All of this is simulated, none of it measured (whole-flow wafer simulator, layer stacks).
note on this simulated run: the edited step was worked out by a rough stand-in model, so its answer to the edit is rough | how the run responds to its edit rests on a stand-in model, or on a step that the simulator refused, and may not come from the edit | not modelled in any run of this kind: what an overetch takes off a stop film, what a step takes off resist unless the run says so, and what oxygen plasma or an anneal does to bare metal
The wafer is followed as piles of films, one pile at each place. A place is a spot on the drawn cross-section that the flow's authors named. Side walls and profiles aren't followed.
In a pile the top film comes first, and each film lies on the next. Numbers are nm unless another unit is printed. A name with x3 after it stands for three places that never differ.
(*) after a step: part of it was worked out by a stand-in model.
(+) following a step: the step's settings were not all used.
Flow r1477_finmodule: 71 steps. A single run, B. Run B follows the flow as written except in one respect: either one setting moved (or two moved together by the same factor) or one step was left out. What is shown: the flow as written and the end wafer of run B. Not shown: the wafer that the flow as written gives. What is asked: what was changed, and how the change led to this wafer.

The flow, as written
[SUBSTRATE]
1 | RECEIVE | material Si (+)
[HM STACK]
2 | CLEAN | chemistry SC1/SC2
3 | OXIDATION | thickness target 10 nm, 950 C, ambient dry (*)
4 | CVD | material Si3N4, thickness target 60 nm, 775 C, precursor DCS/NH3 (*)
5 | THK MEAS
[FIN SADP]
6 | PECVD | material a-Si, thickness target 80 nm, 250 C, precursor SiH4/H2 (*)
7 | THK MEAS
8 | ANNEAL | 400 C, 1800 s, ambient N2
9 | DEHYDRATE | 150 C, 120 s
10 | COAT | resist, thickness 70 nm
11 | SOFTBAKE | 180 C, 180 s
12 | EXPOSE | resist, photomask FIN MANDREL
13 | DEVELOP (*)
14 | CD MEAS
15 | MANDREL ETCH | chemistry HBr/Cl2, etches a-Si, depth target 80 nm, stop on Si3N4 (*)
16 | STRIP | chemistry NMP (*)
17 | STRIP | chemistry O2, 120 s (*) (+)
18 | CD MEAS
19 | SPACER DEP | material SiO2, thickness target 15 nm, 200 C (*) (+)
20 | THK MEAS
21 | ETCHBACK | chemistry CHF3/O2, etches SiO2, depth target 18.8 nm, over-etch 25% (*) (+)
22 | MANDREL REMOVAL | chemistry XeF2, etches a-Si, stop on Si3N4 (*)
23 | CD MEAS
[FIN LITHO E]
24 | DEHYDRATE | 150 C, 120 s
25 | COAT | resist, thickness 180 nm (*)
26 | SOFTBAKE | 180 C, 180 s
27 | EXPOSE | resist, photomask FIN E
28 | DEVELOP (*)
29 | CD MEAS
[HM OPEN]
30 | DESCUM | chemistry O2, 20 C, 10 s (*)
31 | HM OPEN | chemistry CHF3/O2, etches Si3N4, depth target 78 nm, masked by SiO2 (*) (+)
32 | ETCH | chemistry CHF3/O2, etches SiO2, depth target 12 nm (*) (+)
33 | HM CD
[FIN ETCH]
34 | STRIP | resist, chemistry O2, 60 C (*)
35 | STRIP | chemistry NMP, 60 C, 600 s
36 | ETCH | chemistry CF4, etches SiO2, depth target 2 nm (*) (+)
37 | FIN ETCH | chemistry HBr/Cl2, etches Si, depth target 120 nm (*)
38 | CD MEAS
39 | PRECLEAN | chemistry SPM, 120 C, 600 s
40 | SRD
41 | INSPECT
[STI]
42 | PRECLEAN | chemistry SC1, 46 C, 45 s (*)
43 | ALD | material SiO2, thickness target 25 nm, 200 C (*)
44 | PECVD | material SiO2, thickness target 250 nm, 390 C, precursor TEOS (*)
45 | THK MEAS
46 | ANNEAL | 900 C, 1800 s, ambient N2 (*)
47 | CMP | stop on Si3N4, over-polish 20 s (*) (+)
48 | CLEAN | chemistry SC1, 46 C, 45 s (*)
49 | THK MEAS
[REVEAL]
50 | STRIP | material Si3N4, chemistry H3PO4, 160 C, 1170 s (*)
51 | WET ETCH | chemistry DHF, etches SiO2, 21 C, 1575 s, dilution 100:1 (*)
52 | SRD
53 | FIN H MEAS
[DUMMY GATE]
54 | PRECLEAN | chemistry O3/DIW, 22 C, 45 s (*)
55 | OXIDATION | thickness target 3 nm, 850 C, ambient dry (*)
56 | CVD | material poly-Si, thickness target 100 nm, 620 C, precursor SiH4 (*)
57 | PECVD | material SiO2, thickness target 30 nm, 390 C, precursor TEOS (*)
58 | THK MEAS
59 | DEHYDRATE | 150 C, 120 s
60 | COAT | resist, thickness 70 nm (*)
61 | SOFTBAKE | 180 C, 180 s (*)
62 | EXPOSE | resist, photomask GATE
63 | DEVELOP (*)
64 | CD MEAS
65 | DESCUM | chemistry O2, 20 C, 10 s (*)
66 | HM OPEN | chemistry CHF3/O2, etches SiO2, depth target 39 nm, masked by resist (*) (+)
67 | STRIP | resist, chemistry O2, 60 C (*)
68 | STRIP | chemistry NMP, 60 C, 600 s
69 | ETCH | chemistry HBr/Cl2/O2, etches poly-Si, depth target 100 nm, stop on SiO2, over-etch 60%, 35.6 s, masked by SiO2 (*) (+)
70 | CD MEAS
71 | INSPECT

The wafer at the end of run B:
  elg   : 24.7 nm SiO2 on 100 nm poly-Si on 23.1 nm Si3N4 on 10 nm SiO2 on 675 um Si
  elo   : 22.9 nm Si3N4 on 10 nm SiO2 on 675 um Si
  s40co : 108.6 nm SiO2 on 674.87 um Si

Cause: step 21, ETCHBACK: depth target 28.7 nm was run, while the flow as written has depth target 18.8 nm.

The path from the change to this, step by step:
  21 | ETCHBACK | chemistry CHF3/O2, etches SiO2, depth target 18.8 nm, over-etch 25% (*) (+)
      pad, padg, elg and 21 more: SiO2 loses 15 (all of it), Si3N4 loses 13 (in the flow as written it would be: SiO2 loses 15 (all of it), Si3N4 loses 3.62)
      s40cg, s45cg, s50cg, s40co, s45co, s50co: SiO2 loses 15.4 (all of it), a-Si loses 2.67 (in the flow as written it would be: SiO2 loses 15.4 (all of it), a-Si loses 0.69)
      (and at 6 other places as well)
  22 | MANDREL REMOVAL | chemistry XeF2, etches a-Si, stop on Si3N4 (*)
      s40cg, s45cg, s50cg, s40co, s45co, s50co: a-Si loses 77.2 (all of it) (in the flow as written it would be: a-Si loses 79.2 (all of it))
  25 | COAT | resist, thickness 180 nm (*)
      s40cg, s40co: resist gains 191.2 (new film) (in the flow as written it would be: resist gains 197.6 (new film))
      s40sg_line, s40so_line: resist gains 124.7 (new film) (in the flow as written it would be: resist gains 121.2 (new film))
      (and at 8 other places as well)
  28 | DEVELOP (*)
      s40cg, s40co: resist loses 191.2 (all of it) (in the flow as written it would be: resist loses 197.6 (all of it))
      s40sg_line, s40so_line: resist loses 124.7 (all of it) (in the flow as written it would be: resist loses 121.2 (all of it))
      (and at 8 other places as well)
  31 | HM OPEN | chemistry CHF3/O2, etches Si3N4, depth target 78 nm, masked by SiO2 (*) (+)
      pad, padg, esg and 13 more: Si3N4 loses 47 (all of it), SiO2 loses 10 (all of it) (in the flow as written it would be: Si3N4 loses 56.4 (all of it), SiO2 loses 10 (all of it))
      elg, e40lg, e100lg, e200lg, elo, e40lo, e100lo, e200lo: resist loses 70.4 (in the flow as written it would be: resist loses 78)
      (and at 12 other places as well)
  32 | ETCH | chemistry CHF3/O2, etches SiO2, depth target 12 nm (*) (+)
      s40cg, s45cg, s50cg, s40co, s45co, s50co: SiO2 loses 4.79 (all of it), Si loses 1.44 (in the flow as written it would be: SiO2 loses 1 (all of it), Si loses 2.2)
  34 | STRIP | resist, chemistry O2, 60 C (*)
      elg, e40lg, e100lg, e200lg, elo, e40lo, e100lo, e200lo: resist loses 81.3 (all of it) (in the flow as written it would be: resist loses 73.8 (all of it))
  43 | ALD | material SiO2, thickness target 25 nm, 200 C (*)
      s40cg, s45cg, s50cg, s40co, s45co, s50co: SiO2 gains 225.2 (new film) (in the flow as written it would be: SiO2 gains 232.1 (new film))
      esg: SiO2 gains 184.8 (new film) (in the flow as written it would be: SiO2 gains 194.3 (new film))
  47 | CMP | stop on Si3N4, over-polish 20 s (*) (+)
      elg, esg, e40lg and 6 more: SiO2 loses 232.2 (in the flow as written it would be: SiO2 loses 241.6)
      s40cg, s45cg, s50cg, s40co, s45co, s50co: SiO2 loses 272.9 (in the flow as written it would be: SiO2 loses 279)
      (and at 6 other places as well)
  51 | WET ETCH | chemistry DHF, etches SiO2, 21 C, 1575 s, dilution 100:1 (*)
      elg, e40lg, e100lg, e200lg, elo, e40lo, e100lo, e200lo: SiO2 loses 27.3 (all of it), Si3N4 loses 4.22 (in the flow as written it would be: SiO2 loses 17.8 (all of it), Si3N4 loses 4.97)
  56 | CVD | material poly-Si, thickness target 100 nm, 620 C, precursor SiH4 (*)
      esg: poly-Si gains 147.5 (new film) (in the flow as written it would be: poly-Si gains 156 (new film))
  60 | COAT | resist, thickness 70 nm (*)
      e40sg, eso, e40so: resist gains 121.2 (new film) (in the flow as written it would be: resist gains 129.5 (new film))
      e100sg, e100so: resist gains 121.2 (new film) (in the flow as written it would be: resist gains 129.4 (new film))
      (and at 2 other places as well)
  63 | DEVELOP (*)
      eso, e40so: resist loses 121.2 (all of it) (in the flow as written it would be: resist loses 129.5 (all of it))
      e100so: resist loses 121.2 (all of it) (in the flow as written it would be: resist loses 129.4 (all of it))
      (and at 1 other place as well)
  67 | STRIP | resist, chemistry O2, 60 C (*)
      e40sg: resist loses 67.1 (all of it) (in the flow as written it would be: resist loses 75.4 (all of it))
      e100sg: resist loses 67.1 (all of it) (in the flow as written it would be: resist loses 75.3 (all of it))
      (and at 1 other place as well)
